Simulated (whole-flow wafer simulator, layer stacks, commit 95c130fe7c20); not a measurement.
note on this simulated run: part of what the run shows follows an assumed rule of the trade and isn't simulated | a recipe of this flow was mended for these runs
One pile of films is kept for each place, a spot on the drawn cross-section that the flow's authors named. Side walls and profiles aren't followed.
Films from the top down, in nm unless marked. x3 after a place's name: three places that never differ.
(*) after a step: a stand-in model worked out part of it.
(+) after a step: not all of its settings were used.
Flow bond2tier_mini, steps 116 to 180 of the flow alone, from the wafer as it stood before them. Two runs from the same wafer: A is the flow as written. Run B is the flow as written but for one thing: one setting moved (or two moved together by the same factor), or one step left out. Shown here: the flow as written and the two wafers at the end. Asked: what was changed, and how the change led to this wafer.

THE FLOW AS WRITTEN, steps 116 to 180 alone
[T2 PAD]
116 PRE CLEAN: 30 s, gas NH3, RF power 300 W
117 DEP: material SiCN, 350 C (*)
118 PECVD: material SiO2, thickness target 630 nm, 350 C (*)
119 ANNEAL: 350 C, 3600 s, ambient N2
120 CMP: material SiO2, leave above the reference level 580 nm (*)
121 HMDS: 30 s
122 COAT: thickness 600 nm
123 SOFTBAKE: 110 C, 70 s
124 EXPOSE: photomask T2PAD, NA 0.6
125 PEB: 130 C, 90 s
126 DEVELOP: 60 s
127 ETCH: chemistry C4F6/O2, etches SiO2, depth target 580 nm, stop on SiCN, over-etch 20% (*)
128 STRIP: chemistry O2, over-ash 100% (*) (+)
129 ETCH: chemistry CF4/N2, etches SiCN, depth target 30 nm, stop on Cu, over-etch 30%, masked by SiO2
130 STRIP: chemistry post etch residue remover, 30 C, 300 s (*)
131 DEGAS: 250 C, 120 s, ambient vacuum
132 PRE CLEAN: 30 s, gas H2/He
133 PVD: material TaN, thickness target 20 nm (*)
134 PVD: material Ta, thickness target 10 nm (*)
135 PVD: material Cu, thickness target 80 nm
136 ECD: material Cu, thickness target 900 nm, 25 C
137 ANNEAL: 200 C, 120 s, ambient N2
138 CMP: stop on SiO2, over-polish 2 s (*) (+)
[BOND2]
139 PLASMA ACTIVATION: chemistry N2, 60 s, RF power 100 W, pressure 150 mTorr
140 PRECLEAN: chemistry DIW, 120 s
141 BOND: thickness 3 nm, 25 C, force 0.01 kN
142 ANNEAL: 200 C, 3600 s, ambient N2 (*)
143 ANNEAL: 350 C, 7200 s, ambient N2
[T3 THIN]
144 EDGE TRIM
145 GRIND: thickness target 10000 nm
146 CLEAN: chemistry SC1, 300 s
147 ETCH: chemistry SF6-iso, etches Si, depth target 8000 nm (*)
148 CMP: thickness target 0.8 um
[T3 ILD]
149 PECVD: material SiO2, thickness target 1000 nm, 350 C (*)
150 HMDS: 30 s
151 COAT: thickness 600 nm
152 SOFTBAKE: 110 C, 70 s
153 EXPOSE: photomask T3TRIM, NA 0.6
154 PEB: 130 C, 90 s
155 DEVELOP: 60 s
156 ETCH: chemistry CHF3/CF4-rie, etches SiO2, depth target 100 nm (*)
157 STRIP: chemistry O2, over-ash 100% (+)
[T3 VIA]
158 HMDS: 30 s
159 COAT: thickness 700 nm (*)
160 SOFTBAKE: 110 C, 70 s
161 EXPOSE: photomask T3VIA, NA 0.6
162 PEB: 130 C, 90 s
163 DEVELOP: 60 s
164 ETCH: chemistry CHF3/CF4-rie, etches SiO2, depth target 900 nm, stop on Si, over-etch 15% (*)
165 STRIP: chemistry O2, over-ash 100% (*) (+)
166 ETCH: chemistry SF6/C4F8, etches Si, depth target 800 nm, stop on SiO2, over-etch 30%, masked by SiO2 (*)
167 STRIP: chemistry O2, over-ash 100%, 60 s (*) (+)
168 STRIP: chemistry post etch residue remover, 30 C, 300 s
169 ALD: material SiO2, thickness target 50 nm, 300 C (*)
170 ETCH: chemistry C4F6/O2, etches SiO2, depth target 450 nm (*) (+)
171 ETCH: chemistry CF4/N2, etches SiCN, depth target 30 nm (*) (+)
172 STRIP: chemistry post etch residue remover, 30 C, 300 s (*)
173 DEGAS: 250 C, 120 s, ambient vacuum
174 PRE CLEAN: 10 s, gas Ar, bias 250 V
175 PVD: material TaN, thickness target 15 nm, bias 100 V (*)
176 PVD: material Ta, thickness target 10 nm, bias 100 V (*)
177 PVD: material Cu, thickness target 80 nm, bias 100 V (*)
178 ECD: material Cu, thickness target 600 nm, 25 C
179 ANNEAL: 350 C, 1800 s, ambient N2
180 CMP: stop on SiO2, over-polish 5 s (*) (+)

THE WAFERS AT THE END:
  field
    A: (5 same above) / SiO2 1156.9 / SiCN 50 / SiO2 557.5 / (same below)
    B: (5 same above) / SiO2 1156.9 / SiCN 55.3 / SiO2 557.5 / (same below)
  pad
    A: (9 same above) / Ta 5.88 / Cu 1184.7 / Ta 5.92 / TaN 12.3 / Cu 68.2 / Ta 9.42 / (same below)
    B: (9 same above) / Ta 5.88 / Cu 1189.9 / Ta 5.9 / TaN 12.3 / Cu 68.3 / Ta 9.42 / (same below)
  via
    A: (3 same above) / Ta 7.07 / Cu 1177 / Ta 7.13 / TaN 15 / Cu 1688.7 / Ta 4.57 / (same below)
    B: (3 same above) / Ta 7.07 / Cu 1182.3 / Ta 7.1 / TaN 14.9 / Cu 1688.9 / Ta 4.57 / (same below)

The cause: step 117, DEP: 326 C was run, where the flow has 350 C.

How the change led to this, step by step:
  117 DEP: material SiCN, 350 C (*)
      field, pad, via: A SiCN +50 (new film) | B SiCN +55.3 (new film)
  129 ETCH: chemistry CF4/N2, etches SiCN, depth target 30 nm, stop on Cu, over-etch 30%, masked by SiO2
      pad, via: A SiCN -30.4 (all of it), Cu -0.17 | B SiCN -35.7 (all of it), Cu -0.07
